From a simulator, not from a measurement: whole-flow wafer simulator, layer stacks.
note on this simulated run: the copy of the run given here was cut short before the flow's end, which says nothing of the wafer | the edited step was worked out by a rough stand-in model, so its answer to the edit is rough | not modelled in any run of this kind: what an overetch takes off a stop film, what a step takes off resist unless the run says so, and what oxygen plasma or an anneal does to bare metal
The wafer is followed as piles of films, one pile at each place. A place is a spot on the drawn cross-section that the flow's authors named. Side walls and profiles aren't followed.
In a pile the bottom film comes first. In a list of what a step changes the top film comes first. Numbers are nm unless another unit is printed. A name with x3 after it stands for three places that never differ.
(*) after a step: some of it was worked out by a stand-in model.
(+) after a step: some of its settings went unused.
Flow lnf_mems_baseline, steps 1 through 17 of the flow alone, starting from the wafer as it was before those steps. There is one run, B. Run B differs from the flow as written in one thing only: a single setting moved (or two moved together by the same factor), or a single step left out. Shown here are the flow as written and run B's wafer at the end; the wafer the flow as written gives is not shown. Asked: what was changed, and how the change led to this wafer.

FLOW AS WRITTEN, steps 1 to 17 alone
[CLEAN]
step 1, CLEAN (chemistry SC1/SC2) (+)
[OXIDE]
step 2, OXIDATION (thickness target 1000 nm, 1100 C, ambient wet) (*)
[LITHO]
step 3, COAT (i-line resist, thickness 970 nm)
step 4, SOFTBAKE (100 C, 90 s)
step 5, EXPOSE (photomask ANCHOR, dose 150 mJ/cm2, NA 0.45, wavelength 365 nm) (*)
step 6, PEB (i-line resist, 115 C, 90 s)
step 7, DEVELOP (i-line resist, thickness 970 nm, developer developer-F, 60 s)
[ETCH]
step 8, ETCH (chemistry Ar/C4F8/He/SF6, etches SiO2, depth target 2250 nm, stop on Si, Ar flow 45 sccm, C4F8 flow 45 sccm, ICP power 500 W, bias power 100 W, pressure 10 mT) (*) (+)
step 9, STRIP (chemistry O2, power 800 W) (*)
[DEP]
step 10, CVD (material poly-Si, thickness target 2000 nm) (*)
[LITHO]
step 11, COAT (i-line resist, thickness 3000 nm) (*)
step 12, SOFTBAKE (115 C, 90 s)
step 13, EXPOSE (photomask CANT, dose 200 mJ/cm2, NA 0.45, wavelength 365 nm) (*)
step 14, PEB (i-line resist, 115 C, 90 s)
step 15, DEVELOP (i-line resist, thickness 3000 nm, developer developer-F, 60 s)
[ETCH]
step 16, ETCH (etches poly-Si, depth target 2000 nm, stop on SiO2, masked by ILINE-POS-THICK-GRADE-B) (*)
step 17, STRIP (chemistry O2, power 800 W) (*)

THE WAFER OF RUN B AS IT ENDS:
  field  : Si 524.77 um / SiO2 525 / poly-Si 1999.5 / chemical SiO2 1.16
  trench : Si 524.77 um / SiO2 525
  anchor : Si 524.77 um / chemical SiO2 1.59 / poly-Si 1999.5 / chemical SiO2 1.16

What caused this: step 2, OXIDATION: thickness target 525 nm was run, though the flow has thickness target 1000 nm.
One can read it off the wafer: field has SiO2 525, and step 2 as written asks for 1000 nm.

How this came from the change, step by step:
  step 2, OXIDATION (thickness target 1000 nm, 1100 C, ambient wet) (*)
      field, anchor, beam, trench, char_slit: +525 SiO2 (new film), -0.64 chemical SiO2 (all of it), -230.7 Si (it would be, as written: +1000 SiO2 (new film), -0.64 chemical SiO2 (all of it), -439.7 Si)
  step 8, ETCH (chemistry Ar/C4F8/He/SF6, etches SiO2, depth target 2250 nm, stop on Si, Ar flow 45 sccm, C4F8 flow 45 sccm, ICP power 500 W, bias power 100 W, pressure 10 mT) (*) (+)
      field, beam, trench, char_slit: -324 i-line resist (it would be, as written: -561.5 i-line resist)
      anchor: -525 SiO2 (all of it) (it would be, as written: -1000 SiO2 (all of it))
  step 9, STRIP (chemistry O2, power 800 W) (*)
      field, beam, trench, char_slit: -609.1 i-line resist (all of it) (it would be, as written: -371.6 i-line resist (all of it))
  step 10, CVD (material poly-Si, thickness target 2000 nm) (*)
      anchor: +2000 poly-Si (new film) (it would be, as written: +2322 poly-Si (new film))
  step 11, COAT (i-line resist, thickness 3000 nm) (*)
      anchor: +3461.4 i-line resist (new film) (it would be, as written: +3611.6 i-line resist (new film))
  step 12, SOFTBAKE (115 C, 90 s)
      anchor: +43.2 i-line resist (it would be, as written: +45.4 i-line resist)
  step 14, PEB (i-line resist, 115 C, 90 s)
      anchor: -43.4 i-line resist (it would be, as written: -46.1 i-line resist)
  step 17, STRIP (chemistry O2, power 800 W) (*)
      anchor: +1.16 chemical SiO2 (new film), -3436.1 i-line resist (all of it), -0.51 poly-Si (it would be, as written: +1.17 chemical SiO2 (new film), -3585.8 i-line resist (all of it), -0.52 poly-Si)
